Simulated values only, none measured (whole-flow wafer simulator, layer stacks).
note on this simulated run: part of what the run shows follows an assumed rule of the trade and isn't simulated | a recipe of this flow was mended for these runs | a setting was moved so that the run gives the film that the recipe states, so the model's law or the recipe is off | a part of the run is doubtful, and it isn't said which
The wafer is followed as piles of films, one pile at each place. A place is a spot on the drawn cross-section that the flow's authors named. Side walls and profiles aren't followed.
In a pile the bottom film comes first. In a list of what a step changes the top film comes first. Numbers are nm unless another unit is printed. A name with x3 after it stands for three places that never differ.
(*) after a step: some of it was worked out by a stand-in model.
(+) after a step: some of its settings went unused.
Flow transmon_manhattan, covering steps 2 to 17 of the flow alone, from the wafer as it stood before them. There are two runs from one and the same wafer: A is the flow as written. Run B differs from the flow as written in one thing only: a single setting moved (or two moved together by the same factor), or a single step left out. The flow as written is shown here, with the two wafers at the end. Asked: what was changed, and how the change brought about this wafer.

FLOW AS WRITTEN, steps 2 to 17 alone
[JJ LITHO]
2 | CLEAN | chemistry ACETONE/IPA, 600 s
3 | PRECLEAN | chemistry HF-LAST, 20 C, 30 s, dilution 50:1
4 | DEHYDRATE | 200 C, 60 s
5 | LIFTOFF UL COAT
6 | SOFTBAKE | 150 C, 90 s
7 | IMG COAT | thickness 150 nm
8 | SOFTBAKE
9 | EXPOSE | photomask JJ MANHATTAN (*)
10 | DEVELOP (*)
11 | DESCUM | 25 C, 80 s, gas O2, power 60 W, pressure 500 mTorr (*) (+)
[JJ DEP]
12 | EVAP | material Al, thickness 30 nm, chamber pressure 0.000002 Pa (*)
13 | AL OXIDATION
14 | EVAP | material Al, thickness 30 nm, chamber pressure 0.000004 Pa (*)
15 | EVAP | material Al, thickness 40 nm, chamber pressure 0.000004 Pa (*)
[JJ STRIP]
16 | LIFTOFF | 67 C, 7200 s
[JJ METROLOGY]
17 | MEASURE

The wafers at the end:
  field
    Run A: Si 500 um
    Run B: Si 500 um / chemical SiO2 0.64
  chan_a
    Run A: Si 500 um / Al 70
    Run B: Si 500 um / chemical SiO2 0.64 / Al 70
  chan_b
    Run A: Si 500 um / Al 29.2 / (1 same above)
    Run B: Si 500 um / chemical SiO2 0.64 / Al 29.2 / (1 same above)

Cause: step 3, PRECLEAN: chemistry HF-LAST, 20 C, 30 s, dilution 50:1, was omitted.

The path from the change to this, step by step:
  (no step that both runs have acts differently)
